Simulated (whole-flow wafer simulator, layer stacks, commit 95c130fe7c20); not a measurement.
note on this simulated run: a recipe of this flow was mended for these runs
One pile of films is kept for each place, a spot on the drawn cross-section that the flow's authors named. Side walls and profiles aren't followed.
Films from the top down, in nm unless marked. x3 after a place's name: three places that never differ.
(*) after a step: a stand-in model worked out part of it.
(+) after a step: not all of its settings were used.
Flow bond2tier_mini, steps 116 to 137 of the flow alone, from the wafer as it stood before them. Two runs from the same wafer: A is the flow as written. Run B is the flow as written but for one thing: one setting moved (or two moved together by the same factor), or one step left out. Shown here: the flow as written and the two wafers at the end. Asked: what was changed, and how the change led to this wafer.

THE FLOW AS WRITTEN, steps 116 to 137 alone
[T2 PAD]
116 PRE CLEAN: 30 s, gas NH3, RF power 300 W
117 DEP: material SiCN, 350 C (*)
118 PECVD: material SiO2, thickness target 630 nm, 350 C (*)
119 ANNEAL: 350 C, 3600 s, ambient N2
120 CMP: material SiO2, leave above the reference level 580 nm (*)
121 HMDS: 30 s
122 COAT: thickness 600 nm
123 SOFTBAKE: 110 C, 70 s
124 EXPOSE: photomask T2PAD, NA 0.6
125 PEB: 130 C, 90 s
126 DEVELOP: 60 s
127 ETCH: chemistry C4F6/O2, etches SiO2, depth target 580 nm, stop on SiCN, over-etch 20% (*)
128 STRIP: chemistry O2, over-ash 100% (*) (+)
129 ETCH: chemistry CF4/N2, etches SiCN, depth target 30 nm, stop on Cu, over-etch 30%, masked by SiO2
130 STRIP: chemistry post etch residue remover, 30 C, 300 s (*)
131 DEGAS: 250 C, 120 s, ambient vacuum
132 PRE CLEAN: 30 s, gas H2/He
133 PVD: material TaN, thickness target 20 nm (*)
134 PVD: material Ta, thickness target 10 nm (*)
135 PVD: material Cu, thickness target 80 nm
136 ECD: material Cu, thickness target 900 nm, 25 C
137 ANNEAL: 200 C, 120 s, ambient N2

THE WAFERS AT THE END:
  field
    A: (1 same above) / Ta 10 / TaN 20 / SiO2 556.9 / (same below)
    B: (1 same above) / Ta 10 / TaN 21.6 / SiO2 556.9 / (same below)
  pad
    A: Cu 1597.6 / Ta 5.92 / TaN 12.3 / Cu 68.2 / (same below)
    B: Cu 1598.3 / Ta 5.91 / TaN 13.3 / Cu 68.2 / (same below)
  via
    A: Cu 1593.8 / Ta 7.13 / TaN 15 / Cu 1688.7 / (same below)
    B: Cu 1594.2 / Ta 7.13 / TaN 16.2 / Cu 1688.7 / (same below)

The cause: step 133, PVD: thickness target 21.6 nm was run, where the flow has thickness target 20 nm.
It can be read off the wafer: field has TaN 21.6, and step 133 as written asks for 20 nm.

How the change led to this, step by step:
  133 PVD: material TaN, thickness target 20 nm (*)
      field: A TaN +20 (new film) | B TaN +21.6 (new film)
      pad: A TaN +12.3 (new film) | B TaN +13.3 (new film)
      (and at 1 more place)
